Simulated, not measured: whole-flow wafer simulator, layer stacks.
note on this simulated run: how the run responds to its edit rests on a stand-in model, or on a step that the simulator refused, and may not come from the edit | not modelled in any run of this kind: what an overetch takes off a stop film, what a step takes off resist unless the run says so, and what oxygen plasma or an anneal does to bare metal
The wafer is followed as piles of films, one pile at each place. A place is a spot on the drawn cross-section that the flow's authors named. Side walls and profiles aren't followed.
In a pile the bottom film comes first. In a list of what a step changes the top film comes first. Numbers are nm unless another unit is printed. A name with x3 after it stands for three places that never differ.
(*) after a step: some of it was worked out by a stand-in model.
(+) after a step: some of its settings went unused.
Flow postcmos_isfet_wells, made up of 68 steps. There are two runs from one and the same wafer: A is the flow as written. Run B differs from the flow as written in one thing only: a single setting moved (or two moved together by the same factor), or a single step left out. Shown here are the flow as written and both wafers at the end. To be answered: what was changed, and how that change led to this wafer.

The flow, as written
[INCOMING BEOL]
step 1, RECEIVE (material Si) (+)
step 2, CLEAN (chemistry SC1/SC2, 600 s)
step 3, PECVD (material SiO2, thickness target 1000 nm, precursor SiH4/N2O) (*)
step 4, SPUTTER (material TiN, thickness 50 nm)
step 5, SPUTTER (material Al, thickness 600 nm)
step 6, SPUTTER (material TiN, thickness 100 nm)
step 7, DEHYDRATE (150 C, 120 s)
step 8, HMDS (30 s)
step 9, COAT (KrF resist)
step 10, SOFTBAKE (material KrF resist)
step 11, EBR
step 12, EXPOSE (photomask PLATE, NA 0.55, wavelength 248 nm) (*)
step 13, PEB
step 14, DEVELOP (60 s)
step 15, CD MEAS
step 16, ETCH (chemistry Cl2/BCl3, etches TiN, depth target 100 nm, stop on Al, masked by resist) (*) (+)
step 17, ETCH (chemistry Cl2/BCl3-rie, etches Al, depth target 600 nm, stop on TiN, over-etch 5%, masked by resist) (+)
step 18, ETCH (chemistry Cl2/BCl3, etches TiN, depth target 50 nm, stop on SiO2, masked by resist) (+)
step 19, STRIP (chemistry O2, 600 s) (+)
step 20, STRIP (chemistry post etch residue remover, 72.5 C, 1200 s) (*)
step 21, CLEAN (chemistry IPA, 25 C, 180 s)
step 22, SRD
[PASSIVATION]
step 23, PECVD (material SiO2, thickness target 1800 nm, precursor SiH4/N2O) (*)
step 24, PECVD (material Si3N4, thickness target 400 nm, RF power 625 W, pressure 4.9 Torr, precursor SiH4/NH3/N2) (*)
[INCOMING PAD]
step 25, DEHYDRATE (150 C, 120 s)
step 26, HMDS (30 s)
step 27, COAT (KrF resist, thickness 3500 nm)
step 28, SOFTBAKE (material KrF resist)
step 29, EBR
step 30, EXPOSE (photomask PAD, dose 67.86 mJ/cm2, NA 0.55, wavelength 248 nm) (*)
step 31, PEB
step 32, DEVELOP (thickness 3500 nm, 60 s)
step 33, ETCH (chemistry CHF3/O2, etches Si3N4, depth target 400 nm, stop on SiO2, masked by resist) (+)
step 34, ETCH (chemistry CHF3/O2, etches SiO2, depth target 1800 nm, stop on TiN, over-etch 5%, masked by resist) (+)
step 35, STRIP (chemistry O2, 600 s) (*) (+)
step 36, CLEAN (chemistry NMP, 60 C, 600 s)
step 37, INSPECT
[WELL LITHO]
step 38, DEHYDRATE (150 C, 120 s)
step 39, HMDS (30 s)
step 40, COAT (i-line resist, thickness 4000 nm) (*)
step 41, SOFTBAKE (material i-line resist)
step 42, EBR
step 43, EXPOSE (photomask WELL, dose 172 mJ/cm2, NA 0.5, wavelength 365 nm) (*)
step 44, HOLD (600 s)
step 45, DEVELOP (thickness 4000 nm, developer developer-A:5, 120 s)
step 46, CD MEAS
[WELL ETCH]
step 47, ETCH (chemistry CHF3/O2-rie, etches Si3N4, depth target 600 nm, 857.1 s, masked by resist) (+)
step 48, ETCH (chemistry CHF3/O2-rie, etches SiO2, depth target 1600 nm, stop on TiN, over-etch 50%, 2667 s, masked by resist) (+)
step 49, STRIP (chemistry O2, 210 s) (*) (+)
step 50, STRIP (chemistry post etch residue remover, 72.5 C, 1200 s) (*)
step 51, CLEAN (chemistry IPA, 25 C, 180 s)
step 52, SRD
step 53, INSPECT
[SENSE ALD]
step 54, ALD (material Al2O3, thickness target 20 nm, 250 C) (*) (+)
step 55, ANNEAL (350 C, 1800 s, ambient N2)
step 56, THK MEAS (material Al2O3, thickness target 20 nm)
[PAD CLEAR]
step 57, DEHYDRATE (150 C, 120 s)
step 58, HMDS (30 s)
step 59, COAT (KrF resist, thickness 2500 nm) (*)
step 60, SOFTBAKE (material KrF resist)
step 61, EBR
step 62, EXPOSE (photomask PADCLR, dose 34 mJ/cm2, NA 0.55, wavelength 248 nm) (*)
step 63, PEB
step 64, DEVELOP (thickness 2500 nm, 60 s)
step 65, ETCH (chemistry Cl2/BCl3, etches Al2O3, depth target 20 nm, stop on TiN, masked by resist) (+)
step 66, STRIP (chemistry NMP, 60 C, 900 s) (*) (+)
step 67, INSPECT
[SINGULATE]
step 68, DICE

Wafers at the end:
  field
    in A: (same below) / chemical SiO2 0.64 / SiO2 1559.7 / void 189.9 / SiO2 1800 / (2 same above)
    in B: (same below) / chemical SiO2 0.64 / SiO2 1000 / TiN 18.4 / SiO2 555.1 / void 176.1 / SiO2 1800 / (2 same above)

What caused this: step 18, ETCH: depth target 31.2 nm was run, though the flow has depth target 50 nm.

Step by step, how the change led to this:
  step 18, ETCH (chemistry Cl2/BCl3, etches TiN, depth target 50 nm, stop on SiO2, masked by resist) (+)
      field: A TiN loses 50 (all of it) | B TiN loses 31.2
      margin, well900, well1300 x3, pad_rim, pad_clr, pad_open: A KrF resist loses 20 | B KrF resist loses 12.5
  step 23, PECVD (material SiO2, thickness target 1800 nm, precursor SiH4/N2O) (*)
      field: A SiO2 gains 1800 (new film), void gains 189.9 (new film), SiO2 gains 559.7 | B SiO2 gains 1800 (new film), void gains 176.1 (new film), SiO2 gains 555.1 (new film)
With metal films that touch counted as one body, field has 1 body; the flow as written gives 0 bodies.
